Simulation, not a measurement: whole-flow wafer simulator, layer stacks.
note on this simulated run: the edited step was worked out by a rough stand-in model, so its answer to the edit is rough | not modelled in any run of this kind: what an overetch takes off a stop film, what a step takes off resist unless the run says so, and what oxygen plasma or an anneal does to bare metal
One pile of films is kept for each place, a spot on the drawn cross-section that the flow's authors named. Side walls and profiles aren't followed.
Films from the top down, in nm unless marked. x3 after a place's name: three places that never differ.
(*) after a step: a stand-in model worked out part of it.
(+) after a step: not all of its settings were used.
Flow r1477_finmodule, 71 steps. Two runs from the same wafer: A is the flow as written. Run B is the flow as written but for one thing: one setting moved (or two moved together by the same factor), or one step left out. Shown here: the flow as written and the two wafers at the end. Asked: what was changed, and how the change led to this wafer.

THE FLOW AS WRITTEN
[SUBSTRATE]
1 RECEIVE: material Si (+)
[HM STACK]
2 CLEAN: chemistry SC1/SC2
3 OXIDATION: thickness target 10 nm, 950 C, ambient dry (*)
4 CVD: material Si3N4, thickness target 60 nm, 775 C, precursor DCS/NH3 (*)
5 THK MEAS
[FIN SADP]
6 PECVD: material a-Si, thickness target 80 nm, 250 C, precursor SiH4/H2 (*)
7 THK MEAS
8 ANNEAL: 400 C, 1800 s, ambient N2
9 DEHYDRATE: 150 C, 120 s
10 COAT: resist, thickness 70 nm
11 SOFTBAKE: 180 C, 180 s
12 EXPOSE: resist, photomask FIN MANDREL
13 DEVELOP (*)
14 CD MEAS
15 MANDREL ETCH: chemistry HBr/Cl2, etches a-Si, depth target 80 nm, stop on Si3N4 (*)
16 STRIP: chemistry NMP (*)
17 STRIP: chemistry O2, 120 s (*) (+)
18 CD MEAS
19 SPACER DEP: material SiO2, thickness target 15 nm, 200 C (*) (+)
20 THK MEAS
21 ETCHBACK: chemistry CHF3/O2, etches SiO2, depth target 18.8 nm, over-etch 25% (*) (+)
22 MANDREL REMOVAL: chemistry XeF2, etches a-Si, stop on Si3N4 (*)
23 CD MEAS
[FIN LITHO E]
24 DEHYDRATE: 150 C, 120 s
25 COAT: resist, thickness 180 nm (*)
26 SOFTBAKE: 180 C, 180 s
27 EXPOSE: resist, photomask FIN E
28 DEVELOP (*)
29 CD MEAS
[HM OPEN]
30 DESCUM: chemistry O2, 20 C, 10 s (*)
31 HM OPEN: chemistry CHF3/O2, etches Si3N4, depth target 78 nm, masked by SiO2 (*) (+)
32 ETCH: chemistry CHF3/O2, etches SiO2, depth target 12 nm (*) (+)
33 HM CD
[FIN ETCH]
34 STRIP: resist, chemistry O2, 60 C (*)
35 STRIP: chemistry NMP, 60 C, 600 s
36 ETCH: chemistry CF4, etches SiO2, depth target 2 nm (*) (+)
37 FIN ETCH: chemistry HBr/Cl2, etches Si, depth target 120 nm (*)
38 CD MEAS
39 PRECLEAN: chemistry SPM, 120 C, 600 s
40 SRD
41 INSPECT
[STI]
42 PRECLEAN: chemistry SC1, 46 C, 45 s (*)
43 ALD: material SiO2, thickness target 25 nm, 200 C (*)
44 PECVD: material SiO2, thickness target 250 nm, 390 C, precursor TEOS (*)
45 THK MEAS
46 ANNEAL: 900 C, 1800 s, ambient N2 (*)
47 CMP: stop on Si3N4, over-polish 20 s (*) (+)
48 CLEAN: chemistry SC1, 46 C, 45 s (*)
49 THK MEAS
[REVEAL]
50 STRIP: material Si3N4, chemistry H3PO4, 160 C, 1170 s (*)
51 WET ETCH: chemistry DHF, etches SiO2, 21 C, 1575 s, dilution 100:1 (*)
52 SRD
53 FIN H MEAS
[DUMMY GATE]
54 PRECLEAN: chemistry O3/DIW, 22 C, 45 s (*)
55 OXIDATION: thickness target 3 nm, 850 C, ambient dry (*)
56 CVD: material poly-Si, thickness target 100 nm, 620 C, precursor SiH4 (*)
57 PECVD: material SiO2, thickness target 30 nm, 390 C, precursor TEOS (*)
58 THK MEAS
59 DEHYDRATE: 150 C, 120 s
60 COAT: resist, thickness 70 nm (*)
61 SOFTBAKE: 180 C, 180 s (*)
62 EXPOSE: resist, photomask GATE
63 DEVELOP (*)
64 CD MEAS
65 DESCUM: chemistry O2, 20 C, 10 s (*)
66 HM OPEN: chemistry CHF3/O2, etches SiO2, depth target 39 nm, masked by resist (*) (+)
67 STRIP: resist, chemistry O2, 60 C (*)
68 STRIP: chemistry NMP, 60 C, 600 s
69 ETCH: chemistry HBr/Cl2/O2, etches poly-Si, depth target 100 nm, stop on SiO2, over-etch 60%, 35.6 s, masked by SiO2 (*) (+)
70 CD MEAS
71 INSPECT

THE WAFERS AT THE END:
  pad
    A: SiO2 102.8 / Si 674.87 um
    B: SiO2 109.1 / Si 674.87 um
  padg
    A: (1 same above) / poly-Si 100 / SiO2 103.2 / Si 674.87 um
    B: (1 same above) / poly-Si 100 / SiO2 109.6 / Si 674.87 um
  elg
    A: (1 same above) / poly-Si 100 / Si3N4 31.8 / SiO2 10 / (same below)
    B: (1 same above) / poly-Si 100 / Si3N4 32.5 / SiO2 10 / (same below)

The cause: step 51, WET ETCH: 19.13 C was run, where the flow has 21 C.

How the change led to this, step by step:
  51 WET ETCH: chemistry DHF, etches SiO2, 21 C, 1575 s, dilution 100:1 (*)
      pad, padg, e40sg and 12 more: A SiO2 -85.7 | B SiO2 -79.4
      elg, e40lg, e100lg, e200lg, elo, e40lo, e100lo, e200lo: A SiO2 -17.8 (all of it), Si3N4 -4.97 | B SiO2 -17.8 (all of it), Si3N4 -4.27
      (and at 7 more places)
  56 CVD: material poly-Si, thickness target 100 nm, 620 C, precursor SiH4 (*)
      s40cg, s40co: A poly-Si +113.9 (new film) | B poly-Si +108.1 (new film)
      s45cg, s45co: A poly-Si +113.4 (new film) | B poly-Si +107.5 (new film)
      (and at 3 more places)
  60 COAT: resist, thickness 70 nm (*)
      e40sg, eso, e40so: A resist +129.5 (new film) | B resist +124.1 (new film)
      e100sg, e100so: A resist +129.4 (new film) | B resist +124.1 (new film)
      (and at 8 more places)
  63 DEVELOP (*)
      eso, e40so: A resist -129.5 (all of it) | B resist -124.1 (all of it)
      e100so: A resist -129.4 (all of it) | B resist -124.1 (all of it)
      (and at 4 more places)
  67 STRIP: resist, chemistry O2, 60 C (*)
      e40sg: A resist -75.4 (all of it) | B resist -70 (all of it)
      e100sg: A resist -75.3 (all of it) | B resist -70 (all of it)
      (and at 4 more places)
  69 ETCH: chemistry HBr/Cl2/O2, etches poly-Si, depth target 100 nm, stop on SiO2, over-etch 60%, 35.6 s, masked by SiO2 (*) (+)
      s40co: A chemical SiO2 -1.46 (all of it), poly-Si -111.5 (all of it), SiO2 -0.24 | B chemical SiO2 -1.43 (all of it), poly-Si -105.7 (all of it), SiO2 -0.27
      s45co: A chemical SiO2 -1.46 (all of it), poly-Si -110.9 (all of it), SiO2 -0.25 | B chemical SiO2 -1.43 (all of it), poly-Si -105.1 (all of it), SiO2 -0.27
      (and at 1 more place)
